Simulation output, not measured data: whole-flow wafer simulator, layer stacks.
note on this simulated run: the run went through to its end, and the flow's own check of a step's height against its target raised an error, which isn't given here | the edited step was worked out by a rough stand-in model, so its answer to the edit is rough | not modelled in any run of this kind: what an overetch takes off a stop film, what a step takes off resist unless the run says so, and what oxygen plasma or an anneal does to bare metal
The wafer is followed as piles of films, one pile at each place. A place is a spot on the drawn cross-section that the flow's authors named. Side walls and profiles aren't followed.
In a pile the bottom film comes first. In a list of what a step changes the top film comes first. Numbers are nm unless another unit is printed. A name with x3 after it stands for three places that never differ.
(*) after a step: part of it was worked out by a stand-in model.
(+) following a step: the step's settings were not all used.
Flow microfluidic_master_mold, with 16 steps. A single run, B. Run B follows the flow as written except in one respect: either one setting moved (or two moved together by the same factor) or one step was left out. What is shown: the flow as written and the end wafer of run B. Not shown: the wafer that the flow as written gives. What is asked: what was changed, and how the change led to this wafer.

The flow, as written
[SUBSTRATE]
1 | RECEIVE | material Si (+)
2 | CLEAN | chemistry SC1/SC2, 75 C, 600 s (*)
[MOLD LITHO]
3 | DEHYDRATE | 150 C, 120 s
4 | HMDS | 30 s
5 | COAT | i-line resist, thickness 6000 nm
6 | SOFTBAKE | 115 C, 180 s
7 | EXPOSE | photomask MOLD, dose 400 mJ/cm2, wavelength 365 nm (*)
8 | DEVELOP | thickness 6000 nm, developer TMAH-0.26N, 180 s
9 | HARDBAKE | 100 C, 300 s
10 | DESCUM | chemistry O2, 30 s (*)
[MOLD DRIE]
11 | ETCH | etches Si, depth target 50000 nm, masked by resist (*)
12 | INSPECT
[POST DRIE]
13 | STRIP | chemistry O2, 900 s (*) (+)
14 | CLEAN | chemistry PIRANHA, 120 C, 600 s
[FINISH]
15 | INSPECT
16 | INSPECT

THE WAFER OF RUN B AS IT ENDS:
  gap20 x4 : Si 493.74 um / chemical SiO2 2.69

Cause: step 11, ETCH: depth target 31250 nm was run, while the flow as written has depth target 50000 nm.

Step by step, how the change led to this:
  11 | ETCH | etches Si, depth target 50000 nm, masked by resist (*)
      gap20 x4: chemical SiO2 loses 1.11 (all of it), Si loses 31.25 um (in the flow as written it would be: chemical SiO2 loses 1.11 (all of it), Si loses 50 um)
      ridge: i-line resist loses 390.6 (in the flow as written it would be: i-line resist loses 625)
  13 | STRIP | chemistry O2, 900 s (*) (+)
      ridge: i-line resist loses 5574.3 (all of it), chemical SiO2 gains 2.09, Si loses 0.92 (in the flow as written it would be: i-line resist loses 5339.9 (all of it), chemical SiO2 gains 2.09, Si loses 0.92)
